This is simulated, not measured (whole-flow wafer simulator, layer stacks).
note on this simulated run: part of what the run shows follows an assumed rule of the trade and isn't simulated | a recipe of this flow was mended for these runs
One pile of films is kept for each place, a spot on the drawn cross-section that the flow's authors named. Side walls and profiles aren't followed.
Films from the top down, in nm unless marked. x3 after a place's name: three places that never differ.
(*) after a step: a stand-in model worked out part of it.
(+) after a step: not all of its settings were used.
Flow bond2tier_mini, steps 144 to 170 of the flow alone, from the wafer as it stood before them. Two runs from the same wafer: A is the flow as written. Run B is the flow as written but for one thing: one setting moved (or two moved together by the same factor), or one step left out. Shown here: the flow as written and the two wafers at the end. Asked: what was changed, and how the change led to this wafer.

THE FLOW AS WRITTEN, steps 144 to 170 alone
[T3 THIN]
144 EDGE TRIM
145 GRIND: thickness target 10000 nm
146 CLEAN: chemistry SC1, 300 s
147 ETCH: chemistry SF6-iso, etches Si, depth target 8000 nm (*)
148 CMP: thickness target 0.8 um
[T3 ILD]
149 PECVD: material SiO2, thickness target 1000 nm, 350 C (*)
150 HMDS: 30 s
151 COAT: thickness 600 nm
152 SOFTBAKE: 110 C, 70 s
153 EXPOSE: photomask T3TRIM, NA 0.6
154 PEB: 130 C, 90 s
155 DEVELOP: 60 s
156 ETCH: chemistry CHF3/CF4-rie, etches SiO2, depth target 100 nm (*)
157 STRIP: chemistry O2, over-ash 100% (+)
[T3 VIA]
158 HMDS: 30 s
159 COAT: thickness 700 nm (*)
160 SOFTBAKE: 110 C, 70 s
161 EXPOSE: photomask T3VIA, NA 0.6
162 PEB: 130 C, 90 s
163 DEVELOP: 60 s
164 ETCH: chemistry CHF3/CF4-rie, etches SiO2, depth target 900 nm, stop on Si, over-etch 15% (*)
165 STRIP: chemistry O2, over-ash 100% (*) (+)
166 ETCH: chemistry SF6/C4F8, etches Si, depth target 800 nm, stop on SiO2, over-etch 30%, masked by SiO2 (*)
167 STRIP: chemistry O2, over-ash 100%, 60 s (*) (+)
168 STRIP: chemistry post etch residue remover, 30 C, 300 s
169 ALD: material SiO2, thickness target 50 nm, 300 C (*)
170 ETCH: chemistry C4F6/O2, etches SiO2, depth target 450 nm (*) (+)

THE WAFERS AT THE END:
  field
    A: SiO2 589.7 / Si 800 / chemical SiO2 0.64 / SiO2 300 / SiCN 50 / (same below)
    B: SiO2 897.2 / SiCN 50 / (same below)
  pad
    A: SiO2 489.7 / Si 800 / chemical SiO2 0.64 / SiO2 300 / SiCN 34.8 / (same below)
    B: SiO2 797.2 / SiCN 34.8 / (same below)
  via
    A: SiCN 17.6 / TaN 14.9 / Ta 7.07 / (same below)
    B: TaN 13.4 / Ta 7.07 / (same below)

The cause: step 147, ETCH: depth target 10100 nm was run, where the flow has depth target 8000 nm.

How the change led to this, step by step:
  147 ETCH: chemistry SF6-iso, etches Si, depth target 8000 nm (*)
      field, pad, via: A chemical SiO2 -0.6 (all of it), Si -8000 | B chemical SiO2 -0.6 (all of it), Si -9999.7 (all of it), chemical SiO2 -0.64 (all of it), SiO2 -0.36
  148 CMP: thickness target 0.8 um
      field, pad, via: A Si -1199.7 | B nothing
  149 PECVD: material SiO2, thickness target 1000 nm, 350 C (*)
      field, pad, via: A SiO2 +1000 (new film) | B SiO2 +1000
  164 ETCH: chemistry CHF3/CF4-rie, etches SiO2, depth target 900 nm, stop on Si, over-etch 15% (*)
      via: A SiO2 -900 (all of it), Si -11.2 | B SiO2 -1035
  166 ETCH: chemistry SF6/C4F8, etches Si, depth target 800 nm, stop on SiO2, over-etch 30%, masked by SiO2 (*)
      via: A Si -788.8 (all of it), chemical SiO2 -0.64 (all of it), SiO2 -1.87 | B SiO2 -2.4
      field, pad: A SiO2 -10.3 | B SiO2 -2.4
  170 ETCH: chemistry C4F6/O2, etches SiO2, depth target 450 nm (*) (+)
      via: A SiO2 -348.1 (all of it), SiCN -17.2 | B SiO2 -212.2 (all of it), SiCN -34.8 (all of it), TaN -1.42
